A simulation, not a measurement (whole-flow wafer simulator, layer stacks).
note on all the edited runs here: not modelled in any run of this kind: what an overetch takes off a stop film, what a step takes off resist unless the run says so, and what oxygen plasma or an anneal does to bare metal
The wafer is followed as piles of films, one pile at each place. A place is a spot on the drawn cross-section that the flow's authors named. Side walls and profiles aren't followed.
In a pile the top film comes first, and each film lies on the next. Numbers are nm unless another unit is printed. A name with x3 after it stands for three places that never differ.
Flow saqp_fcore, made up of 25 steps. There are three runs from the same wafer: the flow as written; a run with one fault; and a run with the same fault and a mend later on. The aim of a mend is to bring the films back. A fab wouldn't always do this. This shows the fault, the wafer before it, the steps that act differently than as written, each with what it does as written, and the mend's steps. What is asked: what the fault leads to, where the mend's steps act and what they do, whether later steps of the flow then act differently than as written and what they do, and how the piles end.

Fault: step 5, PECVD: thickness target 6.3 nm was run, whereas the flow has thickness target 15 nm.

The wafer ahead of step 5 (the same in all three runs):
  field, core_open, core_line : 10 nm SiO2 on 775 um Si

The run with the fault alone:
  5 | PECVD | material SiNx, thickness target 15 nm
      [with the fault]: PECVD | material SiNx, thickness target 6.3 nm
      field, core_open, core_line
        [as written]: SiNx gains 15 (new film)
        [with the fault]: SiNx gains 6.3 (new film)
  Later steps of the flow that are run all act as written at every place that is followed.
  The piles end different from the flow's at field, core_open, core_line by more than 2% or 0.5 nm, whichever is larger.
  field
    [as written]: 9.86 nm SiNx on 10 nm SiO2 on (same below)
    [with the fault]: 1.16 nm SiNx on 10 nm SiO2 on (same below)
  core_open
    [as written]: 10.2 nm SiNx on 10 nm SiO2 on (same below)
    [with the fault]: 1.48 nm SiNx on 10 nm SiO2 on (same below)
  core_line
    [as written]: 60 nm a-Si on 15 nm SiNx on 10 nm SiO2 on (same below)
    [with the fault]: 60 nm a-Si on 6.3 nm SiNx on 10 nm SiO2 on (same below)

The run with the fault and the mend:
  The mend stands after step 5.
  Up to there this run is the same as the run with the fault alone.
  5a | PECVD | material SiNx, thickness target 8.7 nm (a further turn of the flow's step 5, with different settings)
      field, core_open, core_line
        SiNx gains 8.7
  Later steps of the flow that are run all act as written at every place that is followed.
  At every place that both follow, the piles at the end match the flow's.
